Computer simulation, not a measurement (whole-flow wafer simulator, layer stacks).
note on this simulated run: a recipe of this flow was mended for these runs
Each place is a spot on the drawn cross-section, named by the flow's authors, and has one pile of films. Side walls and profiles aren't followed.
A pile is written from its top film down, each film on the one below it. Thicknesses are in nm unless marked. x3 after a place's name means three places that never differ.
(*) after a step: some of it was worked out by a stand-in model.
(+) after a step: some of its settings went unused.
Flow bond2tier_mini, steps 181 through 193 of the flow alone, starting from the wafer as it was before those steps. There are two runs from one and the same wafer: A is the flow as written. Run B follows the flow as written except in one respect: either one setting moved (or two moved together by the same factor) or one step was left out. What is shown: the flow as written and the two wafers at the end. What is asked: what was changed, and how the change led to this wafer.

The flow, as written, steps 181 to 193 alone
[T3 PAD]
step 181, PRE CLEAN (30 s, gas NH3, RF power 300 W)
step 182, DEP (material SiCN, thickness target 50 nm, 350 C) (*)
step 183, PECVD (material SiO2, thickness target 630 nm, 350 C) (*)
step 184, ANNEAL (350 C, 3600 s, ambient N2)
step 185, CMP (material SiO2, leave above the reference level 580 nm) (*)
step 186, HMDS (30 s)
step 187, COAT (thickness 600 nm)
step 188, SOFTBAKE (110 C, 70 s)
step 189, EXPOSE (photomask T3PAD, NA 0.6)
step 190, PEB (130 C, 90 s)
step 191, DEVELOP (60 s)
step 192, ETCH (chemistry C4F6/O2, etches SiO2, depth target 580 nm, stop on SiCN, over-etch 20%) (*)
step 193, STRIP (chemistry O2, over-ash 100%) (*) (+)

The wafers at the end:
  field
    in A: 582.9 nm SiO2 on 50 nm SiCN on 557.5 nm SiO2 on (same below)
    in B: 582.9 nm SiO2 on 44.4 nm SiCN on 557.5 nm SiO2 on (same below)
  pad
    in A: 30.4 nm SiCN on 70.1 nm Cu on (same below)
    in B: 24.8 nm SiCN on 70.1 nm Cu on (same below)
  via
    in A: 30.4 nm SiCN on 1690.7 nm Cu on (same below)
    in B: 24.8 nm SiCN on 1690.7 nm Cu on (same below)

Cause: step 182, DEP: thickness target 44.4 nm was run, whereas the flow has thickness target 50 nm.
The wafer itself shows it: field has SiCN 44.4, and step 182 as written asks for 50 nm.

The path from the change to this, step by step:
  step 182, DEP (material SiCN, thickness target 50 nm, 350 C) (*)
      field, pad, via: A SiCN gains 50 (new film) | B SiCN gains 44.4 (new film)
